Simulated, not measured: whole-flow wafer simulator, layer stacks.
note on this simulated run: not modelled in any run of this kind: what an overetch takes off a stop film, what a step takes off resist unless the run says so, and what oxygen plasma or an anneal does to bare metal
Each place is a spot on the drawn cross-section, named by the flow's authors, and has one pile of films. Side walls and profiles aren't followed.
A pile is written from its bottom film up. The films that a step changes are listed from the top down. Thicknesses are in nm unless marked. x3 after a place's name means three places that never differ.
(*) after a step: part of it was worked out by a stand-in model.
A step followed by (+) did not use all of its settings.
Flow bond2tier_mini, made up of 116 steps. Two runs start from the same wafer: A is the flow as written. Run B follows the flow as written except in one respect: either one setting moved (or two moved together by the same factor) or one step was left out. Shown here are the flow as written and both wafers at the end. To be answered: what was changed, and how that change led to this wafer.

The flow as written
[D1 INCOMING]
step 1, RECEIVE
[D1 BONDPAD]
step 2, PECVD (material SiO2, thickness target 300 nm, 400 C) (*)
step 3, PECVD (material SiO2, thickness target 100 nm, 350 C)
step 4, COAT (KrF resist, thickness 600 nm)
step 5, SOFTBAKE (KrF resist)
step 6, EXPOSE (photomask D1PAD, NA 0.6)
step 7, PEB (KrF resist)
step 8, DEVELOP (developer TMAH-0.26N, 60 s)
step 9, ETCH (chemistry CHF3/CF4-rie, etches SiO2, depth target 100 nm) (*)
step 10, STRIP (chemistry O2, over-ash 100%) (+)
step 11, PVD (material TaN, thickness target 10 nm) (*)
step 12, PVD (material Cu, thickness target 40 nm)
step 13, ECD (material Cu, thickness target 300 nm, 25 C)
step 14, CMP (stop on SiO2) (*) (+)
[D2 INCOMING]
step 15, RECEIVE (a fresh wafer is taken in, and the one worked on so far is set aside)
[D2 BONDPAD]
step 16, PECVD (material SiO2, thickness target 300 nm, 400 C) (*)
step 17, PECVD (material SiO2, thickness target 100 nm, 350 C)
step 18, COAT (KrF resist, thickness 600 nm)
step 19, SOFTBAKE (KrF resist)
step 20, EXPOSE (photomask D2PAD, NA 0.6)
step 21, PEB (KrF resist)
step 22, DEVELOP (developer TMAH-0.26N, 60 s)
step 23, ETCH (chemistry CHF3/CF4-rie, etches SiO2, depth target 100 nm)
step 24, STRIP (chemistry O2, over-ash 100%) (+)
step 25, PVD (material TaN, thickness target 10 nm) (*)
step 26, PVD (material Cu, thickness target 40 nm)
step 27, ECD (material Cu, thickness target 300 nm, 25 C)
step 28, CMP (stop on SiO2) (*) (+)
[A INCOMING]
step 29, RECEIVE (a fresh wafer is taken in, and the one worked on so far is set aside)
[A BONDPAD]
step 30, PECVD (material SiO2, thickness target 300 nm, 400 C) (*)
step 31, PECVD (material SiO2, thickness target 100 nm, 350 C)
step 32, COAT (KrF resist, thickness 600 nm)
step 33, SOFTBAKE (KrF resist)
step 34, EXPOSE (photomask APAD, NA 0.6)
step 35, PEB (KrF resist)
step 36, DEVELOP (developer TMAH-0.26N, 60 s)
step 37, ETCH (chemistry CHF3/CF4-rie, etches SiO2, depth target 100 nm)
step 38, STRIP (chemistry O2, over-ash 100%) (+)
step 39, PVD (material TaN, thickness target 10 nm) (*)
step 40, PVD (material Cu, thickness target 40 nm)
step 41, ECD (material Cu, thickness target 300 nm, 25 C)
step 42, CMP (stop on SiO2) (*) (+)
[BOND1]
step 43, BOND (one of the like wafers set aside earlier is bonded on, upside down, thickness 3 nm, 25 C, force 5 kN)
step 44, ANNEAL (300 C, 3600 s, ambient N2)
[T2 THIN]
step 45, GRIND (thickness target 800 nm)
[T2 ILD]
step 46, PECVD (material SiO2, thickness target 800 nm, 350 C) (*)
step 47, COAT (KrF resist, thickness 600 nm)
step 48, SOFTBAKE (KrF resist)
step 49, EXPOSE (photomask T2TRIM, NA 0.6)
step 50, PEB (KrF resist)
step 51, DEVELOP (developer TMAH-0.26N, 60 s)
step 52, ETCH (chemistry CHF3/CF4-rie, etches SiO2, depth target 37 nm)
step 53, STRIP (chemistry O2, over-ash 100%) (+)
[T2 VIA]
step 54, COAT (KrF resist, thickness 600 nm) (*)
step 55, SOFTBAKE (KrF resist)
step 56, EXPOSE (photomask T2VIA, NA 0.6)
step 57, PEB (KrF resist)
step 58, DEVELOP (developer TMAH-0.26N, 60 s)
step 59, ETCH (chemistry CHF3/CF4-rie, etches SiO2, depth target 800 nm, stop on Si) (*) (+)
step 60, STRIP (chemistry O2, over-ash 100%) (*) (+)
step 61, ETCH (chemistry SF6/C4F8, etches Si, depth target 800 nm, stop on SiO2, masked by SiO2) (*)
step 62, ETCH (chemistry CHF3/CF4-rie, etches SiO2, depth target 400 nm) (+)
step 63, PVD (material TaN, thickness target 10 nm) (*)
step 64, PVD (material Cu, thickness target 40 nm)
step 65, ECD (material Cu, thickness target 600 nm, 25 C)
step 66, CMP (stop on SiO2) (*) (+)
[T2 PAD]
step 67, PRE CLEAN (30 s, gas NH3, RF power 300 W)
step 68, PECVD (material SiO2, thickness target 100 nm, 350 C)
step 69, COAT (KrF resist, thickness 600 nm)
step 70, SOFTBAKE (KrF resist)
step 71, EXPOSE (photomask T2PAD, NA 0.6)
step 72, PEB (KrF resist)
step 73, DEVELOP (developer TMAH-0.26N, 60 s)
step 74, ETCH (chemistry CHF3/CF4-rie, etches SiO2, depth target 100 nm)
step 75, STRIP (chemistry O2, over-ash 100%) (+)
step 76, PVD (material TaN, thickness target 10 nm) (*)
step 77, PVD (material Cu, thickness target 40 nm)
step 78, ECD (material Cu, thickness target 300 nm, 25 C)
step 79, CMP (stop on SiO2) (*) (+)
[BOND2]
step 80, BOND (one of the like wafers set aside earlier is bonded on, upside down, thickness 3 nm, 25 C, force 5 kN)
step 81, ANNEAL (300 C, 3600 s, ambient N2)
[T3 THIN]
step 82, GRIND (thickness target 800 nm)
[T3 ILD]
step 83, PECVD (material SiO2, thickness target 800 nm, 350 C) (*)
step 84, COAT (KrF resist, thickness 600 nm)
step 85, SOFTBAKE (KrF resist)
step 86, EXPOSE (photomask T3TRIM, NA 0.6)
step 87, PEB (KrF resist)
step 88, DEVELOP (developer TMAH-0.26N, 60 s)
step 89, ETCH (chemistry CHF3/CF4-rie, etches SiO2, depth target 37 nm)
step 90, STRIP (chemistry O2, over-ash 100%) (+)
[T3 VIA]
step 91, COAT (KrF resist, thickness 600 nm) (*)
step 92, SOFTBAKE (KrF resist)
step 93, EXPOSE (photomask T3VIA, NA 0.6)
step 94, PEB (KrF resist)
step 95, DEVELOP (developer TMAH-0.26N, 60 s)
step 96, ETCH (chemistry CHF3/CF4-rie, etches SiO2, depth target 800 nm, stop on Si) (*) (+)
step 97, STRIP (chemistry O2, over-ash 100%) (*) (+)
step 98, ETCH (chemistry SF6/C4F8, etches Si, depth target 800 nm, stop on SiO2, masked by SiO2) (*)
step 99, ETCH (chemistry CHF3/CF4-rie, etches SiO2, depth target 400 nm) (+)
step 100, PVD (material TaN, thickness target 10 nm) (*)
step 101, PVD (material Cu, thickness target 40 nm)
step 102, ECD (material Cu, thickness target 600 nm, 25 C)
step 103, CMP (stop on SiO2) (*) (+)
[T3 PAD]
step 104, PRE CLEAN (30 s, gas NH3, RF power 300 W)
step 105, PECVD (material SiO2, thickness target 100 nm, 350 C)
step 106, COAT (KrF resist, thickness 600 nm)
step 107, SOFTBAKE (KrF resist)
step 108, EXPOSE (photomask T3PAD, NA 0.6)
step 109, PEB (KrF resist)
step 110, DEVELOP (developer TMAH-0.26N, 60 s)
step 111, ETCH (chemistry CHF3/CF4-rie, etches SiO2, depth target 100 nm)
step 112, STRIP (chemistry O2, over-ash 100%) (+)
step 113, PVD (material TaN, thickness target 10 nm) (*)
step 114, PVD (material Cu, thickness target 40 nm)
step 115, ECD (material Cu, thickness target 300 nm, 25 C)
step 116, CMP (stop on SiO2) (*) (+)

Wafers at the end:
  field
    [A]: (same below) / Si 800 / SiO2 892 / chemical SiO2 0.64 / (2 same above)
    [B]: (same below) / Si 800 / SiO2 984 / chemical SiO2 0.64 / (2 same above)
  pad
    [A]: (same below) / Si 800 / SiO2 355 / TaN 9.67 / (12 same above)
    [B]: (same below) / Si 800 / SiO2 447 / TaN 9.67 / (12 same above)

The reason: step 62, ETCH: depth target 308 nm was run, whereas the flow has depth target 400 nm.

How this came from the change, step by step:
  step 62, ETCH (chemistry CHF3/CF4-rie, etches SiO2, depth target 400 nm) (+)
      field, pad: A SiO2 loses 400 | B SiO2 loses 308
